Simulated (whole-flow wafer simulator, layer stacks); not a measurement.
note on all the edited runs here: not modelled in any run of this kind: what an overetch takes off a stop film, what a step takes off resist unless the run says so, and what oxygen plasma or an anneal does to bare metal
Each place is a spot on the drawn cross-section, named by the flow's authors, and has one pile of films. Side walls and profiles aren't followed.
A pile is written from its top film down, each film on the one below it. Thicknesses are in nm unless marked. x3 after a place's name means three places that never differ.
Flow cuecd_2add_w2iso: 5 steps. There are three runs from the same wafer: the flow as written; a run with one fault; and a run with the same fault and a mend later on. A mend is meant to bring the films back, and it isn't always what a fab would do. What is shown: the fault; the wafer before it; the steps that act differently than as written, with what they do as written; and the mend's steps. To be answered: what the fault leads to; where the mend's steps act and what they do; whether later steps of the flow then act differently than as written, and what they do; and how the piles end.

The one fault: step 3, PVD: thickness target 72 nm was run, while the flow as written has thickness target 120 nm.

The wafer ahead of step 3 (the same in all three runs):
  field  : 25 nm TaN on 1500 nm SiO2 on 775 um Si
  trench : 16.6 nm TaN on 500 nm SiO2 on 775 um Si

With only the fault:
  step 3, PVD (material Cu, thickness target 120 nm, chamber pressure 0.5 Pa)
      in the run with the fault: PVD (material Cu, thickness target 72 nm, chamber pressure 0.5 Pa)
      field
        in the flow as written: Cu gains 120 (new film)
        in the run with the fault: Cu gains 72 (new film)
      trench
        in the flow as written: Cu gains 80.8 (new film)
        in the run with the fault: Cu gains 48.6 (new film)
  Every later step of the flow that is run acts as written, at every place that is followed, to within 2% or 0.5 nm, whichever is larger.
  The piles end different from the flow's at field, trench by more than 2% or 0.5 nm, whichever is larger.
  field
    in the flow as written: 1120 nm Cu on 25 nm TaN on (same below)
    in the run with the fault: 1072 nm Cu on 25 nm TaN on (same below)
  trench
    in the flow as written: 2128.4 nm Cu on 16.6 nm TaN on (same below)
    in the run with the fault: 2080.4 nm Cu on 16.6 nm TaN on (same below)

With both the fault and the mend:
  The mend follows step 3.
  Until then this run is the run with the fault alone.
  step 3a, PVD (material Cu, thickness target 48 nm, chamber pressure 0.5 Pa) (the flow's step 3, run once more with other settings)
      field
        Cu gains 48
      trench
        Cu gains 31.8
  Every later step of the flow that is run acts as written, at every place that is followed, to within 2% or 0.5 nm, whichever is larger.
  By the end, the piles equal the flow's at every place that both follow.
